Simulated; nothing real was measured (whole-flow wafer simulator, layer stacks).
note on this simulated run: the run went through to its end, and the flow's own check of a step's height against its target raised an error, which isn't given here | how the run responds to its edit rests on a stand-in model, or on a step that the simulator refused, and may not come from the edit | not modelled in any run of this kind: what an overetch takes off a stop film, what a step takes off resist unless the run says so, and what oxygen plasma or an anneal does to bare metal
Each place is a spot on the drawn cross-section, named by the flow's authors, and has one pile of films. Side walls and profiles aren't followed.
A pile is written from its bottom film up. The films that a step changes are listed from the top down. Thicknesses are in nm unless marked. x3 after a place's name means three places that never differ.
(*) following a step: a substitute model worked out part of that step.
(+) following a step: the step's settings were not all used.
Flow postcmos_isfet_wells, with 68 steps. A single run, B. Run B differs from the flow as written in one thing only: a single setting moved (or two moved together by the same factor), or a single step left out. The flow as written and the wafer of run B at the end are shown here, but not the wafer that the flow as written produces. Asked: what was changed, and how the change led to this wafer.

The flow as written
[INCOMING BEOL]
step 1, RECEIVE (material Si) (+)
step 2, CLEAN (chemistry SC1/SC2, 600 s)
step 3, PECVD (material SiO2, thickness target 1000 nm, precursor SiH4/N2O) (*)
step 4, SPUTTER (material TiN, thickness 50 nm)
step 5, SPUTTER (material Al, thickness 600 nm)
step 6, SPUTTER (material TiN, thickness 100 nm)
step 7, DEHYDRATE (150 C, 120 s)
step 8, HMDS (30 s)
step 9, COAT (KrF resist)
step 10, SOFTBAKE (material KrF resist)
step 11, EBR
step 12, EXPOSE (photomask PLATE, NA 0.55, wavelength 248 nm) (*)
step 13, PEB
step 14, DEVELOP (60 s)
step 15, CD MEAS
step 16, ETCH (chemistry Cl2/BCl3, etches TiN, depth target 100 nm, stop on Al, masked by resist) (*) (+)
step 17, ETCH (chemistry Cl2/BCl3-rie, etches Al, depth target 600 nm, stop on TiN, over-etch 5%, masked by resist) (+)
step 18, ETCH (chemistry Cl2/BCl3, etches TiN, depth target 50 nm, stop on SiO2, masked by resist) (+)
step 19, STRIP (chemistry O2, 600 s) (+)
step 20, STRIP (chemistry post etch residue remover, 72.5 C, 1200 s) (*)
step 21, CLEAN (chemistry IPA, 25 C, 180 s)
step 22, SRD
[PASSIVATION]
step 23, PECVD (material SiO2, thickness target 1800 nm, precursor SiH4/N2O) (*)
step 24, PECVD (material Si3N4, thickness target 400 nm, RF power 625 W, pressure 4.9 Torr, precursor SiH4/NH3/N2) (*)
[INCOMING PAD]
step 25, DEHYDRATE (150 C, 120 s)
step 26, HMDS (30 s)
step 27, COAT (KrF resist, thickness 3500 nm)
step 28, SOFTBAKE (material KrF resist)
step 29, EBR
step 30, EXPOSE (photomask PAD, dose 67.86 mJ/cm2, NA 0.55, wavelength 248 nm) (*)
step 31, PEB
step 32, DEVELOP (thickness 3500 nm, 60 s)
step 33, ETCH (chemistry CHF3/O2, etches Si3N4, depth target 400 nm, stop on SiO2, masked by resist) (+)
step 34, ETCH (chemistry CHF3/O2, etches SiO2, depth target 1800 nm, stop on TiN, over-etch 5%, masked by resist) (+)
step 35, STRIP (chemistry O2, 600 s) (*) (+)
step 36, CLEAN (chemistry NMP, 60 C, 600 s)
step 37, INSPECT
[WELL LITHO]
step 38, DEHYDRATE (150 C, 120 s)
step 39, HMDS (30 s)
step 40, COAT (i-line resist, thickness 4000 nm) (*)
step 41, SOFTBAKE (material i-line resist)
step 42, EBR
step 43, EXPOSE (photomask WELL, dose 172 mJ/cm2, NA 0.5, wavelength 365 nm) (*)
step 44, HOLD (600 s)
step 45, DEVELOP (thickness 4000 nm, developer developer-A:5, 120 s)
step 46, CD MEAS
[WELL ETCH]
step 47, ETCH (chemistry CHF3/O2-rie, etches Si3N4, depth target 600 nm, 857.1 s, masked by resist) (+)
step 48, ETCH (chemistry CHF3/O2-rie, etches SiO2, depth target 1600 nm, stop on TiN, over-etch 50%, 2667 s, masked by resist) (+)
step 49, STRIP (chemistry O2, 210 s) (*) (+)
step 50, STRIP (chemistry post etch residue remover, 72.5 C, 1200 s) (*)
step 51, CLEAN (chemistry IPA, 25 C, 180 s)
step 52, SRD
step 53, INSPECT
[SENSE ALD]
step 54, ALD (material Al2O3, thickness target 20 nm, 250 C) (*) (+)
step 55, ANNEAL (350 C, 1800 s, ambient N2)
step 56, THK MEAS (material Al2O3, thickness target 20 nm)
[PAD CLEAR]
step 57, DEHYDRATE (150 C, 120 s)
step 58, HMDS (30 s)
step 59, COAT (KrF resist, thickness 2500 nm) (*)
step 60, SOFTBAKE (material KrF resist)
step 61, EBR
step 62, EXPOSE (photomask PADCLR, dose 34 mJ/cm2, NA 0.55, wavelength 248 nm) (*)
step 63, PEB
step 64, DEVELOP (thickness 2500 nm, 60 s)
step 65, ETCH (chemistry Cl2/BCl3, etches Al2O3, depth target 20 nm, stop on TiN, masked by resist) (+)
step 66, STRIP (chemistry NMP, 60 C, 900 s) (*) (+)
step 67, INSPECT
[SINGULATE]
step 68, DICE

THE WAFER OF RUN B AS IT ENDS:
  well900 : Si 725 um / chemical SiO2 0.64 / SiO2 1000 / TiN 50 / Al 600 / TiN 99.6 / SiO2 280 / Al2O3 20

What caused this: step 48, ETCH: depth target 880 nm was run, whereas the flow has depth target 1600 nm.

The path from the change to this, step by step:
  step 48, ETCH (chemistry CHF3/O2-rie, etches SiO2, depth target 1600 nm, stop on TiN, over-etch 50%, 2667 s, masked by resist) (+)
      well900, well1300 x3: SiO2 loses 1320 (as written it would have been: SiO2 loses 1600 (all of it))
      field, margin, pad_rim, pad_clr, pad_open: i-line resist loses 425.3 (as written it would have been: i-line resist loses 773.3)
  step 49, STRIP (chemistry O2, 210 s) (*) (+)
      field, margin, pad_rim: i-line resist loses 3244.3 (all of it) (as written it would have been: i-line resist loses 2896.3 (all of it))
      pad_clr: i-line resist loses 2344.5 (all of it) (as written it would have been: i-line resist loses 1996.5 (all of it))
      (also at 1 further place)
  step 59, COAT (KrF resist, thickness 2500 nm) (*)
      field: KrF resist gains 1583 (new film) (as written it would have been: KrF resist gains 1449 (new film))
      margin: KrF resist gains 1582.9 (new film) (as written it would have been: KrF resist gains 1448.9 (new film))
  step 63, PEB
      field, margin: KrF resist loses 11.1 (as written it would have been: KrF resist loses 10.1)
  step 66, STRIP (chemistry NMP, 60 C, 900 s) (*) (+)
      field, margin: KrF resist loses 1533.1 (all of it) (as written it would have been: KrF resist loses 1400.1 (all of it))
